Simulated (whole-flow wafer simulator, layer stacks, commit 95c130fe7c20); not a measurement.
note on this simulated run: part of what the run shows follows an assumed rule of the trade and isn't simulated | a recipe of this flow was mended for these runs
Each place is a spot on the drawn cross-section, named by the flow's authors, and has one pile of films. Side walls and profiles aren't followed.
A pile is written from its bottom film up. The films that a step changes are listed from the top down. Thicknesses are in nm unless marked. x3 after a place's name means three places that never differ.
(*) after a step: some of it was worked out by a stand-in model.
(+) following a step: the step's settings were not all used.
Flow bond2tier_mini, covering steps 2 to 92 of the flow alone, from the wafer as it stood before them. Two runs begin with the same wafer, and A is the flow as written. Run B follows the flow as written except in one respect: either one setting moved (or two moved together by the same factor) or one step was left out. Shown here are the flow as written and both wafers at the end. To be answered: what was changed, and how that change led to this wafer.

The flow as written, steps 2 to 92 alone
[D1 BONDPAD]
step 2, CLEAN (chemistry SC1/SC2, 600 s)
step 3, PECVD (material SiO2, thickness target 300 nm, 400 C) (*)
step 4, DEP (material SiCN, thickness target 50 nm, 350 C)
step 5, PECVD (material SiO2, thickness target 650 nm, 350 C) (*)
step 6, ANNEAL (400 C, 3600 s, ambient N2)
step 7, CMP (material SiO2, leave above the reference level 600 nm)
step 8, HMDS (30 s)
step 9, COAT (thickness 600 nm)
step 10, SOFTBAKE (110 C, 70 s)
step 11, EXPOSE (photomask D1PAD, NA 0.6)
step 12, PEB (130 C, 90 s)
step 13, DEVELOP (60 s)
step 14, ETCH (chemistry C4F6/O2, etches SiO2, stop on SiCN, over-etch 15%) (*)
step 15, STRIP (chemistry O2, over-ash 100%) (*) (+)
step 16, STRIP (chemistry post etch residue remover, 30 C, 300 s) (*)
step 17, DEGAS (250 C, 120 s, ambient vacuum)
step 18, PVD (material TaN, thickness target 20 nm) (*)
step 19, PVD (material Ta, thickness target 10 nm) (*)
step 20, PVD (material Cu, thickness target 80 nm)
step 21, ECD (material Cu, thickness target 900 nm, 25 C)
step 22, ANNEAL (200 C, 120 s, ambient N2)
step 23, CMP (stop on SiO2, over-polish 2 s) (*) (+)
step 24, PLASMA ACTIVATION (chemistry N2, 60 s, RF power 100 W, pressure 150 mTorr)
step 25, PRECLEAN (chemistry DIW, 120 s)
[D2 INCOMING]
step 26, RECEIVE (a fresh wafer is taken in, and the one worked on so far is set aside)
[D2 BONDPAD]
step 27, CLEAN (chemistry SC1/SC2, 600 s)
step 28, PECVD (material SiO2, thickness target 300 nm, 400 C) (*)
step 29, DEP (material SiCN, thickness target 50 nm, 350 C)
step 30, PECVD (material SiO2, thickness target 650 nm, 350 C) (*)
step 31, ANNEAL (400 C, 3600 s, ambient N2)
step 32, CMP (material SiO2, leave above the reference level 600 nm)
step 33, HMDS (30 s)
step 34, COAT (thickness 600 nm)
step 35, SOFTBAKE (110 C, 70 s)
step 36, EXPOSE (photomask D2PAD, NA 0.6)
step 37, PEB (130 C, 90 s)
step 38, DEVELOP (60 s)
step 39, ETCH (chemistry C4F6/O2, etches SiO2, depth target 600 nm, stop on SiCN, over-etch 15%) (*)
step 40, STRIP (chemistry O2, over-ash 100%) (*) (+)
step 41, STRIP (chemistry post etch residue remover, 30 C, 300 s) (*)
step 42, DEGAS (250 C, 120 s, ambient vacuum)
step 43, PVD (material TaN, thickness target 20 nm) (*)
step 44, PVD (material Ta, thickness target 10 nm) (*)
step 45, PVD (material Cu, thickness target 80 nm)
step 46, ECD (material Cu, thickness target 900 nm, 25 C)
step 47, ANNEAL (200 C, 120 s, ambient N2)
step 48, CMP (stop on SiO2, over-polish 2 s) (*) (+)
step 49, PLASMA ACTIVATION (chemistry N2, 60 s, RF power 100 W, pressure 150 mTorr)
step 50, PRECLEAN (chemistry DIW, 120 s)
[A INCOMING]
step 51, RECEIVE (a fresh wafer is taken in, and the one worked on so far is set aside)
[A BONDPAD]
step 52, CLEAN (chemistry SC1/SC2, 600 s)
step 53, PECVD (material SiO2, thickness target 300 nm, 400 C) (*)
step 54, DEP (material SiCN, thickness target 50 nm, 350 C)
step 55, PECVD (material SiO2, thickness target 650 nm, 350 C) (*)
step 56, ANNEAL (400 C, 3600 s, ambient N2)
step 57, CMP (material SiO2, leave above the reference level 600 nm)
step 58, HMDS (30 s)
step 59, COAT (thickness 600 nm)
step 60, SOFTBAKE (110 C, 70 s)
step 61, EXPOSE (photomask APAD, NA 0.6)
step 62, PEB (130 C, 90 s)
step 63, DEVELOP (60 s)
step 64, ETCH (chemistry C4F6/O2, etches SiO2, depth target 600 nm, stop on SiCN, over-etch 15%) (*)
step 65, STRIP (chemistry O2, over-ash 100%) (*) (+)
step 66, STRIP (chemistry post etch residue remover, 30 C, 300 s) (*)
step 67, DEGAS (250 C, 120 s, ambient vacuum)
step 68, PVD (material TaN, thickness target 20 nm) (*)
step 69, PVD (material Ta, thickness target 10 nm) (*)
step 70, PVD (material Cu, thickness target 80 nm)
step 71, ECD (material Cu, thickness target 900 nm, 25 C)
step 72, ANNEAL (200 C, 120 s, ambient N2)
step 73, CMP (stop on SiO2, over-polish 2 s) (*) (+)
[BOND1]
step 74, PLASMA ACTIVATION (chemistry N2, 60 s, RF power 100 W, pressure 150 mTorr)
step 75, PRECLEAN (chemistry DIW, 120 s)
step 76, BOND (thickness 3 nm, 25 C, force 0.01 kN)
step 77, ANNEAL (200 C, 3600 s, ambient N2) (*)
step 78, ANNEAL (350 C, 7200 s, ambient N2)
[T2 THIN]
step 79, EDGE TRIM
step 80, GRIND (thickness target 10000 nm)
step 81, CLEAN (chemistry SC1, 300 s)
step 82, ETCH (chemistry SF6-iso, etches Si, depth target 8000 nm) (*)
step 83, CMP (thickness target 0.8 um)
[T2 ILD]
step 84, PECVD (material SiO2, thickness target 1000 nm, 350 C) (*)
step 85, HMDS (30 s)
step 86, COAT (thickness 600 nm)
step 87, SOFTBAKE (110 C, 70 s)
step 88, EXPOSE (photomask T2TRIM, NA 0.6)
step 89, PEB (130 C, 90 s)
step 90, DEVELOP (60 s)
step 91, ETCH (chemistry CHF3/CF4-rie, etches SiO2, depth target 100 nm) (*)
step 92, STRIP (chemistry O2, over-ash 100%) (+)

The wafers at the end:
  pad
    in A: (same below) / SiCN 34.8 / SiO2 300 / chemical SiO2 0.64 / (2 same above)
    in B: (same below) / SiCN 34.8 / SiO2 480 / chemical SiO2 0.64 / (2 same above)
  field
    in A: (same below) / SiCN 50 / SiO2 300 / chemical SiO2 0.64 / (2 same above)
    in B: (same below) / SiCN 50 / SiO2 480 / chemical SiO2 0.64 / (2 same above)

What caused this: step 3, PECVD: thickness target 480 nm was run, while the flow as written has thickness target 300 nm.
The wafer lets one read it off: pad has SiO2 480, and step 3 as written asks for 300 nm.

Step by step, how the change led to this:
  step 3, PECVD (material SiO2, thickness target 300 nm, 400 C) (*)
      field, pad, via: A +300 SiO2 (new film) | B +480 SiO2 (new film)
  step 76, BOND (thickness 3 nm, 25 C, force 0.01 kN)
      field: A +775 um Si (new film), +0.64 chemical SiO2 (new film), +300 SiO2 (new film), +50 SiCN (new film), +600 SiO2 | B +775 um Si (new film), +0.64 chemical SiO2 (new film), +480 SiO2 (new film), +50 SiCN (new film), +600 SiO2
      pad: A +775 um Si (new film), +0.64 chemical SiO2 (new film), +300 SiO2 (new film), +34.8 SiCN (new film), +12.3 TaN (new film), +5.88 Ta (new film), +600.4 Cu | B +775 um Si (new film), +0.64 chemical SiO2 (new film), +480 SiO2 (new film), +34.8 SiCN (new film), +12.3 TaN (new film), +5.88 Ta (new film), +600.4 Cu
      (and at 1 other place as well)
